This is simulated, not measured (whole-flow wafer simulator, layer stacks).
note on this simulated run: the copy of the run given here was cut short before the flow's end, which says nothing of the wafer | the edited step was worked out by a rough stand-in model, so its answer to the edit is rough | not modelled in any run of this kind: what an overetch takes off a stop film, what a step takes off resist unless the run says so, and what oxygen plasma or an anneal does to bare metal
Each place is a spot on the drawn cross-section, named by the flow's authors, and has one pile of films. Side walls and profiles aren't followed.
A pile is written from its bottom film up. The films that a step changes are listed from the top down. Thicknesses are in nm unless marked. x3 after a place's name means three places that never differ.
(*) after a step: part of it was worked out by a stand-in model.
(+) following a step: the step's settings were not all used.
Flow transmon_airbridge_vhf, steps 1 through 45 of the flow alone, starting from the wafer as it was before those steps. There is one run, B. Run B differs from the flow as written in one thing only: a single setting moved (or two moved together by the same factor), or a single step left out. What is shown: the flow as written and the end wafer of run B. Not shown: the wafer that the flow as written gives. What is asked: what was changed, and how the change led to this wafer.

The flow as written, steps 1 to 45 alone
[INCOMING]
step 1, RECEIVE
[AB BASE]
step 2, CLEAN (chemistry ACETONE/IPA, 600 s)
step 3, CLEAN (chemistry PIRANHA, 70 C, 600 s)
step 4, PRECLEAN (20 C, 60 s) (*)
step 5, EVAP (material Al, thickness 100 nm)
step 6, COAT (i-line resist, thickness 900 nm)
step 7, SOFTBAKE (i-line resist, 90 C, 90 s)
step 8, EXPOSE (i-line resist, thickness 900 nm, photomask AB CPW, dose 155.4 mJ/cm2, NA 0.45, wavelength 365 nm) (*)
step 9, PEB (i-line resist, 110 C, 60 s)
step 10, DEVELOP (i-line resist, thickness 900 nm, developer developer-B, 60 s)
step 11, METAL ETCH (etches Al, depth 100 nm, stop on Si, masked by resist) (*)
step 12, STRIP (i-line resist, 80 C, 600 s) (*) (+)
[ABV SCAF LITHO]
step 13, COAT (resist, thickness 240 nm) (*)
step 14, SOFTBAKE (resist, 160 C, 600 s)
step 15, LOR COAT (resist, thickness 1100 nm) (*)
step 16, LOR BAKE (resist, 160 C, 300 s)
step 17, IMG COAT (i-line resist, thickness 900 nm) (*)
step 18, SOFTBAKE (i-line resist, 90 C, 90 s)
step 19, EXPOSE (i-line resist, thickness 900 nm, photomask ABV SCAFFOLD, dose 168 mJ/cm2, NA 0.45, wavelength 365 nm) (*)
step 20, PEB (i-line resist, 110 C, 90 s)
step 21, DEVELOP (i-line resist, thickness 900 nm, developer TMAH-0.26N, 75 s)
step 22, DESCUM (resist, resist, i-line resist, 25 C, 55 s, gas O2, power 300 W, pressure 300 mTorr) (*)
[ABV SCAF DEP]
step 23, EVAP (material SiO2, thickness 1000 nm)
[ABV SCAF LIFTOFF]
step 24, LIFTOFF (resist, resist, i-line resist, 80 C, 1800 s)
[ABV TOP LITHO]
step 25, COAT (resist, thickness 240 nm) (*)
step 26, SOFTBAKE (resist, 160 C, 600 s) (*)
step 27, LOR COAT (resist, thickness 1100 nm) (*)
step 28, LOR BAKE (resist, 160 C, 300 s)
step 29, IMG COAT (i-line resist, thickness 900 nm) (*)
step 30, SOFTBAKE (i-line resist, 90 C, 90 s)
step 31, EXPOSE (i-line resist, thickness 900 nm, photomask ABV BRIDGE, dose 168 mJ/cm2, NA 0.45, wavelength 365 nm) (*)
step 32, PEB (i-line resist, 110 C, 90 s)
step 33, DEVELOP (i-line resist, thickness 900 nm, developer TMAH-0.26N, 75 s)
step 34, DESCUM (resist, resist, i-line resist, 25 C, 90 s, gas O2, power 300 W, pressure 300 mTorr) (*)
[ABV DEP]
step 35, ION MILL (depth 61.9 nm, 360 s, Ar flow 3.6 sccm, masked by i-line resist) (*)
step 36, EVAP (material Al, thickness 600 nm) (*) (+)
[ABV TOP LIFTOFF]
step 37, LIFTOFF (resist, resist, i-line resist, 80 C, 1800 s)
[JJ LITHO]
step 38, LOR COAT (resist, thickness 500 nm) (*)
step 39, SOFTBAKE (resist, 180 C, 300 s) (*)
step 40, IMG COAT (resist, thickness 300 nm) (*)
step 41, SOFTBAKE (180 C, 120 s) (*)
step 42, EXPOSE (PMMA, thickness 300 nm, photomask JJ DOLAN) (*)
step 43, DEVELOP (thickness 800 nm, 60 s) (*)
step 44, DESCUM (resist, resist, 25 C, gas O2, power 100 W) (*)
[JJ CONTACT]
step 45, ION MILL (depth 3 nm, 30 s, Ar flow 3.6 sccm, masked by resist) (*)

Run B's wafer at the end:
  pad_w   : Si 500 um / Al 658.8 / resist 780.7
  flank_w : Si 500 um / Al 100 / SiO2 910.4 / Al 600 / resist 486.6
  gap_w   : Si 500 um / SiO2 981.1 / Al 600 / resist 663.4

What caused this: step 35, ION MILL: 189 s was run, while the flow as written has 360 s.

The path from the change to this, step by step:
  step 35, ION MILL (depth 61.9 nm, 360 s, Ar flow 3.6 sccm, masked by i-line resist) (*)
      field x3, jj_line, ground_far, trace_open_s x2, margin_s, margin_n: -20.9 i-line resist (it would be, as written: -39.7 i-line resist)
      flank_w, gap_w, cpw_trace, gap_e, flank_e, bridge_strip: -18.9 SiO2 (it would be, as written: -36 SiO2)
      (as well as at 2 more places)
  step 37, LIFTOFF (resist, resist, i-line resist, 80 C, 1800 s)
      field x3, jj_line, trace_open_s x2: -600 Al (all of it), -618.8 i-line resist (all of it), -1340 resist (all of it) (it would be, as written: -600 Al (all of it), -600 i-line resist (all of it), -1340 resist (all of it))
      margin_s, margin_n: -600 Al (all of it), -337.1 i-line resist (all of it), -992 resist (all of it) (it would be, as written: -600 Al (all of it), -318.3 i-line resist (all of it), -992 resist (all of it))
      (as well as at 1 more place)
